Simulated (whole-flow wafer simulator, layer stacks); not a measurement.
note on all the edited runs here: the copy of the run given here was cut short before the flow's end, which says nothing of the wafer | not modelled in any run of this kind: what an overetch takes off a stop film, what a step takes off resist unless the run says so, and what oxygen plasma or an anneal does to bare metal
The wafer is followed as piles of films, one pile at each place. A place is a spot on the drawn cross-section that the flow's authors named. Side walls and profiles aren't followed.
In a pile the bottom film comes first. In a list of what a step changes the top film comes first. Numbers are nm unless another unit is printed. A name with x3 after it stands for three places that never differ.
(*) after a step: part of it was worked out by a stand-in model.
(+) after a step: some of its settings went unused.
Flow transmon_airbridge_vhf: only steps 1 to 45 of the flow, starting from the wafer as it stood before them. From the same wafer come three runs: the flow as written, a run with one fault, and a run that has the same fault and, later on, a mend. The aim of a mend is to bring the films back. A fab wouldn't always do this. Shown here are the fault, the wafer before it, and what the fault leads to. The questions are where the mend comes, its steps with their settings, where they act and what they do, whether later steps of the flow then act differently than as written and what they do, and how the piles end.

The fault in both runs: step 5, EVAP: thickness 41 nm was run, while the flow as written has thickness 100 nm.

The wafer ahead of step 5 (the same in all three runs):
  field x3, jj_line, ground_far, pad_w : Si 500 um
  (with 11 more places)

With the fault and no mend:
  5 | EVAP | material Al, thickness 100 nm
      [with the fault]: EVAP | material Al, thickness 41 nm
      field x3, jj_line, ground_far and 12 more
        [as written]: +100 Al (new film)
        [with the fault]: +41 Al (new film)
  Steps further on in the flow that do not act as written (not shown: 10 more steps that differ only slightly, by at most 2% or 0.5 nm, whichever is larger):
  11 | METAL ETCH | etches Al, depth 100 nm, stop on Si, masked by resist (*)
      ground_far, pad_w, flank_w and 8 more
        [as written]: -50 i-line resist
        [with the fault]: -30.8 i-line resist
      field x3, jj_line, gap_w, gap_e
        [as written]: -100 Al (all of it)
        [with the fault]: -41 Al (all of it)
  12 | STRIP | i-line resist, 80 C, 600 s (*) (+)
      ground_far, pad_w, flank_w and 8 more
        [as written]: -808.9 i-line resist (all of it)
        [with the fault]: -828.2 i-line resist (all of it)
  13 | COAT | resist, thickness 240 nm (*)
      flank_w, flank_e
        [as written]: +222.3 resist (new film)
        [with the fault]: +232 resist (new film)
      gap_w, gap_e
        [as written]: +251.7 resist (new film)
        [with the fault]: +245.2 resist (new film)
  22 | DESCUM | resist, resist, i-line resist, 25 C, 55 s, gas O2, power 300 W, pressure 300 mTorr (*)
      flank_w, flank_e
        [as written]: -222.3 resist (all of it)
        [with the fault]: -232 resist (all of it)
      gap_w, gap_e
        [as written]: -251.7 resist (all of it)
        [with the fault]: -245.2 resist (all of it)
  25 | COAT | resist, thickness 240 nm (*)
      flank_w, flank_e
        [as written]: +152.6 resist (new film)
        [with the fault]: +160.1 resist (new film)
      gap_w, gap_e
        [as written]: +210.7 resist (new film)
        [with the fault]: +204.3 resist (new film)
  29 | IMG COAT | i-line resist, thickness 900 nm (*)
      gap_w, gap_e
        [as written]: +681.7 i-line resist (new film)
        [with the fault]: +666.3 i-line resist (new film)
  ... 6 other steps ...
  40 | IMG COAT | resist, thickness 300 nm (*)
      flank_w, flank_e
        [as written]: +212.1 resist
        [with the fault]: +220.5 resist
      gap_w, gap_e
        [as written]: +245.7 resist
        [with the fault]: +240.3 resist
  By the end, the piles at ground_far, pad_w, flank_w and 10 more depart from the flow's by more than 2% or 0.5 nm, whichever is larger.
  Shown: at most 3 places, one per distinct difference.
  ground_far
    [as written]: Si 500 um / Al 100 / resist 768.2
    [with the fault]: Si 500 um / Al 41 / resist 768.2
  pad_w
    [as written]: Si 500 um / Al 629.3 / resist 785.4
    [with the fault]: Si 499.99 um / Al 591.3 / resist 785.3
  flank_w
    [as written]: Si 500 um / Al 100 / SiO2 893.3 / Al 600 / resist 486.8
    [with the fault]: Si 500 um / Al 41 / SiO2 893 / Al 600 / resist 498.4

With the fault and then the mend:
  The mend stands after step 5.
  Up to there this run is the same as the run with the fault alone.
  5a | EVAP | material Al, thickness 59 nm (a further turn of the flow's step 5, with different settings)
      field x3, jj_line, ground_far and 12 more
        +59 Al
  None of the later steps of the flow acts differently than as written at any place that is followed.
  The piles end the same as the flow's at every place that both follow.
